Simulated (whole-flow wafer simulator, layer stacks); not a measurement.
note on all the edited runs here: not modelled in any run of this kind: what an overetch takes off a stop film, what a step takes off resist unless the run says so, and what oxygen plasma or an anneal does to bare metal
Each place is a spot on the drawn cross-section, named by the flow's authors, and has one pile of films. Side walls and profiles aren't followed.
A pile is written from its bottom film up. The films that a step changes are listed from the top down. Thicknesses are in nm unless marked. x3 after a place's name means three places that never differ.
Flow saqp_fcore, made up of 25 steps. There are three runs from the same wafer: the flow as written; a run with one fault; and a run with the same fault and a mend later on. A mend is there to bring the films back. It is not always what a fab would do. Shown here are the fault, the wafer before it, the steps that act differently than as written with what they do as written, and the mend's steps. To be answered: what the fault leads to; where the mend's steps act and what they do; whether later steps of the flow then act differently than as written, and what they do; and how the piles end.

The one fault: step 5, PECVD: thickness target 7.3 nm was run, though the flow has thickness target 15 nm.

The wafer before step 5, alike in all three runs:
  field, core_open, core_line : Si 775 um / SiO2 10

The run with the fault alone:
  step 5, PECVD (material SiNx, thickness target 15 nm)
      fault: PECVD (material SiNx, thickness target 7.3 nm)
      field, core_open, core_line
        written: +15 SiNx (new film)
        fault: +7.3 SiNx (new film)
  Later steps of the flow that are run all act as written at every place that is followed.
  At field, core_open, core_line, the piles at the end differ from the flow's by more than 2% or 0.5 nm, whichever is larger.
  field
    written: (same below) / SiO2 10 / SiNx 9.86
    fault: (same below) / SiO2 10 / SiNx 2.16
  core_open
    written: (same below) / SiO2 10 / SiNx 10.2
    fault: (same below) / SiO2 10 / SiNx 2.48
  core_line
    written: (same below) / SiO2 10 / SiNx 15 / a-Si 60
    fault: (same below) / SiO2 10 / SiNx 7.3 / a-Si 60

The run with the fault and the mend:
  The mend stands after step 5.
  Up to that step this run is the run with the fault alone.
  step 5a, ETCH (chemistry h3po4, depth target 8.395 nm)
      field, core_open, core_line
        -7.3 SiNx (all of it)
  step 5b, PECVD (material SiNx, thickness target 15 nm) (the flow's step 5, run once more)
      field, core_open, core_line
        +15 SiNx (new film)
  Later steps of the flow that are run all act as written at every place that is followed.
  By the end, the piles equal the flow's at every place that both follow.
